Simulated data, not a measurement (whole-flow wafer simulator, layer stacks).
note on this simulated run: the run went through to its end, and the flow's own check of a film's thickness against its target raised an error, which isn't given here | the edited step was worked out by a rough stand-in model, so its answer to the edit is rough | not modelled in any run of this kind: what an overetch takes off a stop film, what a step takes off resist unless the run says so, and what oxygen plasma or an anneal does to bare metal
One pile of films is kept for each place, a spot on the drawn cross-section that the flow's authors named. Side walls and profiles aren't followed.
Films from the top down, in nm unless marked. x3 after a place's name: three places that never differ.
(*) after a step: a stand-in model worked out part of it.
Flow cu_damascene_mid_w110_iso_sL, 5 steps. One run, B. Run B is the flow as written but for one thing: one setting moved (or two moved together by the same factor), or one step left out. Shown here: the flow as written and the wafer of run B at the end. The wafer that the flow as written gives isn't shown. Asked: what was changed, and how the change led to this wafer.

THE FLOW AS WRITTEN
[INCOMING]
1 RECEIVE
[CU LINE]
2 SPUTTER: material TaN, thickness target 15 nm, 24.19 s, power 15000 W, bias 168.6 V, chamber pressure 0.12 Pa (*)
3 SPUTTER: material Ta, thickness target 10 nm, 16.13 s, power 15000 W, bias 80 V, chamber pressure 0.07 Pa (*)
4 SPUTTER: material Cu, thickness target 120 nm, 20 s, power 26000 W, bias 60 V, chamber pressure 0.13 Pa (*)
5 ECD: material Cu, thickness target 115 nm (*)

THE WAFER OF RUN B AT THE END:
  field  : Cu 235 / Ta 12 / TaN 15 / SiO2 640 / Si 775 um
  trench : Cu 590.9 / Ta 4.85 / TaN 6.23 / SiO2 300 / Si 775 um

The cause: step 3, SPUTTER: thickness target 12 nm was run, where the flow has thickness target 10 nm; step 3, SPUTTER: 19.36 s was run, where the flow has 16.13 s.
It can be read off the wafer: field has Ta 12, and step 3 as written asks for 10 nm.

How the change led to this, step by step:
  3 SPUTTER: material Ta, thickness target 10 nm, 16.13 s, power 15000 W, bias 80 V, chamber pressure 0.07 Pa (*)
      field: Ta +12 (new film) (as written it would be: Ta +10 (new film))
      trench: Ta +4.85 (new film) (as written it would be: Ta +4.05 (new film))
